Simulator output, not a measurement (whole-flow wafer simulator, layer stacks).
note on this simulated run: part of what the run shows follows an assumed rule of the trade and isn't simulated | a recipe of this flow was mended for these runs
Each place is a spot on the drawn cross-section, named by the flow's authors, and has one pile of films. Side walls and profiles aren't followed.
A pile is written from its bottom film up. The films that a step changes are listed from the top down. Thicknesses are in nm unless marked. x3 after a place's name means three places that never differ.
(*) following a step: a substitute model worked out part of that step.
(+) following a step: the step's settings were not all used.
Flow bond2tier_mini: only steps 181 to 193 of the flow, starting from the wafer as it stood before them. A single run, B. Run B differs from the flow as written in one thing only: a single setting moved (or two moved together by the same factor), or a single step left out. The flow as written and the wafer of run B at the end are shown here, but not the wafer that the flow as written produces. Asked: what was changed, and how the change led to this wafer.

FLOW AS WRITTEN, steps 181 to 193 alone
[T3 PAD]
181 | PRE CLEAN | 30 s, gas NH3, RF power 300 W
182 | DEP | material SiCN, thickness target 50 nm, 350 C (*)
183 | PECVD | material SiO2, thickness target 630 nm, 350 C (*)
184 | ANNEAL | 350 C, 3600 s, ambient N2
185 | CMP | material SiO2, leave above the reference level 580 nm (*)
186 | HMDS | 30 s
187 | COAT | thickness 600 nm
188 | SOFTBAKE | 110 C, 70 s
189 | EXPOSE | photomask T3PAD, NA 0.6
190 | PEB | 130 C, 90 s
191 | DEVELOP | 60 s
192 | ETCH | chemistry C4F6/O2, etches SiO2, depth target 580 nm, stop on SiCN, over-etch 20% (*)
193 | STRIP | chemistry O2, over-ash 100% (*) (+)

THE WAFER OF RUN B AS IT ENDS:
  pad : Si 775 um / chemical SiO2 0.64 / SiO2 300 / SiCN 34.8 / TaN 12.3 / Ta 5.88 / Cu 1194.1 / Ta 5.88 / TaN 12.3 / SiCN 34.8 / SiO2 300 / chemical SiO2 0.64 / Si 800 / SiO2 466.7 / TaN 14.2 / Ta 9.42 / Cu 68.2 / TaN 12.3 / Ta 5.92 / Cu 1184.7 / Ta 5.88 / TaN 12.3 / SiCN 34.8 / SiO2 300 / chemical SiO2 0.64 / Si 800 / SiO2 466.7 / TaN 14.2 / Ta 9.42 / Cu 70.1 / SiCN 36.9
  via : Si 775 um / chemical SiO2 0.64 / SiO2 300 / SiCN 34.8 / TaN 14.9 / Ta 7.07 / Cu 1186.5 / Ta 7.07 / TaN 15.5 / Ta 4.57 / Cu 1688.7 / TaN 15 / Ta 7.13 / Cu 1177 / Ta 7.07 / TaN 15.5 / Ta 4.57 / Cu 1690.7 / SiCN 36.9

The reason: step 192, ETCH: depth target 548.3 nm was run, whereas the flow has depth target 580 nm.

How this came from the change, step by step:
  192 | ETCH | chemistry C4F6/O2, etches SiO2, depth target 580 nm, stop on SiCN, over-etch 20% (*)
      pad, via: SiO2 loses 580 (all of it), SiCN loses 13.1 (in the flow as written it would be: SiO2 loses 580 (all of it), SiCN loses 19.6)
      field: thick-KrF-resist loses 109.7 (in the flow as written it would be: thick-KrF-resist loses 116)
